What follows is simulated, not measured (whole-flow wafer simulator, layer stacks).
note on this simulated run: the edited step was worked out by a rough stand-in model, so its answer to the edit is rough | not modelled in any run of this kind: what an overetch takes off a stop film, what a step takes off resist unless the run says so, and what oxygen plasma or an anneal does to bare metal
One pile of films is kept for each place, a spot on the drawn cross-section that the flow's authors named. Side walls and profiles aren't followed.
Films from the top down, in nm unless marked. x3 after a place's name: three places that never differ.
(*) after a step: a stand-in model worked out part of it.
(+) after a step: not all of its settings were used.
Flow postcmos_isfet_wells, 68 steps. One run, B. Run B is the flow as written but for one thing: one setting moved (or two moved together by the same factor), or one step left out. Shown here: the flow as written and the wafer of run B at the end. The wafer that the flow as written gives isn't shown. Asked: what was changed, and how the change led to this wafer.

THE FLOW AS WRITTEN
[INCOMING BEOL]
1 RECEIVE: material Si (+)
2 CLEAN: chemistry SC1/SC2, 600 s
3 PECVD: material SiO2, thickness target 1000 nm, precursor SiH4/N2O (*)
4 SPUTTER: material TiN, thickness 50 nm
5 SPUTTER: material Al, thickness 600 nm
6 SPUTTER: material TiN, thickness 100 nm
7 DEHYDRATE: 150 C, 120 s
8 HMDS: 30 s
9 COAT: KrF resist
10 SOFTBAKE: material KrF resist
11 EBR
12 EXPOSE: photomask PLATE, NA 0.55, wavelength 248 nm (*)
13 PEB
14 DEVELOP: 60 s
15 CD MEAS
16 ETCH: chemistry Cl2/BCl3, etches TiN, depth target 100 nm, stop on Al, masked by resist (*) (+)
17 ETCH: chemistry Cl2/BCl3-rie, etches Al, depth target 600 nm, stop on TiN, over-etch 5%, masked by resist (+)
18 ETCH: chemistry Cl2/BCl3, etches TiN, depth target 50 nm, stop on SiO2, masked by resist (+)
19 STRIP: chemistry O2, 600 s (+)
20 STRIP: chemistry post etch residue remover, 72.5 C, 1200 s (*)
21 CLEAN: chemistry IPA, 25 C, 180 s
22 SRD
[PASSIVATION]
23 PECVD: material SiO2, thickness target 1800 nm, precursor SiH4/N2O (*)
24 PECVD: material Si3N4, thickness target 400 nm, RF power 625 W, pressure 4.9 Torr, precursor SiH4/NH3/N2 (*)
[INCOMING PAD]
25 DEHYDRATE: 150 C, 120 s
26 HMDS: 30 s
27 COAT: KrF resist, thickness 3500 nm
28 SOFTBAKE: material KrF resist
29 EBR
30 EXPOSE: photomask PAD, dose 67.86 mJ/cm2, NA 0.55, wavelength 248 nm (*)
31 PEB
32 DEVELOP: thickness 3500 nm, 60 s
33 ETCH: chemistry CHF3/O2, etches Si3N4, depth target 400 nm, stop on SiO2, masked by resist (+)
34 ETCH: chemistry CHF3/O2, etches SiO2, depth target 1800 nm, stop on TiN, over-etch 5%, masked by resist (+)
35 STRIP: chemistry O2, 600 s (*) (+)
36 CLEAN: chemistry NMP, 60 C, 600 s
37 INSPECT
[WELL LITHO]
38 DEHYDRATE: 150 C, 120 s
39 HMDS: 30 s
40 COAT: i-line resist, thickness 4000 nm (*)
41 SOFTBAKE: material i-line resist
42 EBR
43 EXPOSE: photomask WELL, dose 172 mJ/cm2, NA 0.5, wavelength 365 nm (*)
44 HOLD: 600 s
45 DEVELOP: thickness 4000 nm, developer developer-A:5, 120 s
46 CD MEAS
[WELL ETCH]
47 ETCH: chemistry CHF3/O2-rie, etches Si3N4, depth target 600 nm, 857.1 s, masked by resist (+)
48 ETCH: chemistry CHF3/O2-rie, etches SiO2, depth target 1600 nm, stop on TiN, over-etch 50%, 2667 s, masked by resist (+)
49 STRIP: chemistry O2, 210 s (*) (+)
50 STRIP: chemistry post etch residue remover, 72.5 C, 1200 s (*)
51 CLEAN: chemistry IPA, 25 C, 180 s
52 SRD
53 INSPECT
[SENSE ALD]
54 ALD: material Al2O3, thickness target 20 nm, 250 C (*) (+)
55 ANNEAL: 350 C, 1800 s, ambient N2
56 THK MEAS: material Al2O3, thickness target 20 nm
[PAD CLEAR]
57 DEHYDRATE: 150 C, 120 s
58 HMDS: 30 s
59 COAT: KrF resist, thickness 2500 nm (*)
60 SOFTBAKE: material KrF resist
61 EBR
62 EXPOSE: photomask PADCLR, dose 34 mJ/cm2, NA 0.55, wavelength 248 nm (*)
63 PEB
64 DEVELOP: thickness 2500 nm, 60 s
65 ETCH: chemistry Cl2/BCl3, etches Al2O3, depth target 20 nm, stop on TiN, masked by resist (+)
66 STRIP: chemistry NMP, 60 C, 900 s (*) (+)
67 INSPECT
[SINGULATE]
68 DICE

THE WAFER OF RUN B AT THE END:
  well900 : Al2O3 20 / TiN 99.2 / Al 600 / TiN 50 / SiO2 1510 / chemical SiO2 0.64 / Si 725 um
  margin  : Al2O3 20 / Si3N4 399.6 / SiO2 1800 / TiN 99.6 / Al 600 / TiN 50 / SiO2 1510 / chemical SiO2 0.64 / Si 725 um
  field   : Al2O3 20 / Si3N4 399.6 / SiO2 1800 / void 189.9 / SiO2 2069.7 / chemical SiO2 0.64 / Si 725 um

The cause: step 3, PECVD: thickness target 1510 nm was run, where the flow has thickness target 1000 nm.
It can be read off the wafer: well900 has SiO2 1510, and step 3 as written asks for 1000 nm.

How the change led to this, step by step:
  3 PECVD: material SiO2, thickness target 1000 nm, precursor SiH4/N2O (*)
      field, margin, well900, well1300 x3, pad_rim, pad_clr, pad_open: SiO2 +1510 (new film) (as written it would be: SiO2 +1000 (new film))
